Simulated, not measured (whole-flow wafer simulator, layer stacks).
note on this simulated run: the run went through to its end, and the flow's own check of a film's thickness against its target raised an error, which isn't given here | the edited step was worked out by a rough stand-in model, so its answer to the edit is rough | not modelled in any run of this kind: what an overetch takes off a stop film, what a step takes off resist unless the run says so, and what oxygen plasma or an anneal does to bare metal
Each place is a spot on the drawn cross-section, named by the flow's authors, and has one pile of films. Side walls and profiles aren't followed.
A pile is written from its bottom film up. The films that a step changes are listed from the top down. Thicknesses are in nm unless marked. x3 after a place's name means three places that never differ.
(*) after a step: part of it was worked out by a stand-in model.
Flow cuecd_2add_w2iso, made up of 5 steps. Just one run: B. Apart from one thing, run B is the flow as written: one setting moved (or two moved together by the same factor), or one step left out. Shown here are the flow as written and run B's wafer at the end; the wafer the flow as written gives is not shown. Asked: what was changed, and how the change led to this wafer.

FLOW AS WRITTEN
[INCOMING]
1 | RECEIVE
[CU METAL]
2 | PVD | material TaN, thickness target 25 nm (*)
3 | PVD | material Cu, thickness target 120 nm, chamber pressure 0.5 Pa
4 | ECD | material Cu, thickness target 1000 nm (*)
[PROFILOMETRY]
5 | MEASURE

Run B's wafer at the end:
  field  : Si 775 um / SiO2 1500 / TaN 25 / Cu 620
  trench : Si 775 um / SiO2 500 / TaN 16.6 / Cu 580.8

The reason: step 4, ECD: thickness target 500 nm was run, though the flow has thickness target 1000 nm.

How this came from the change, step by step:
  4 | ECD | material Cu, thickness target 1000 nm (*)
      field: Cu gains 500 (in the flow as written it would be: Cu gains 1000)
      trench: Cu gains 500 (in the flow as written it would be: Cu gains 2047.6)
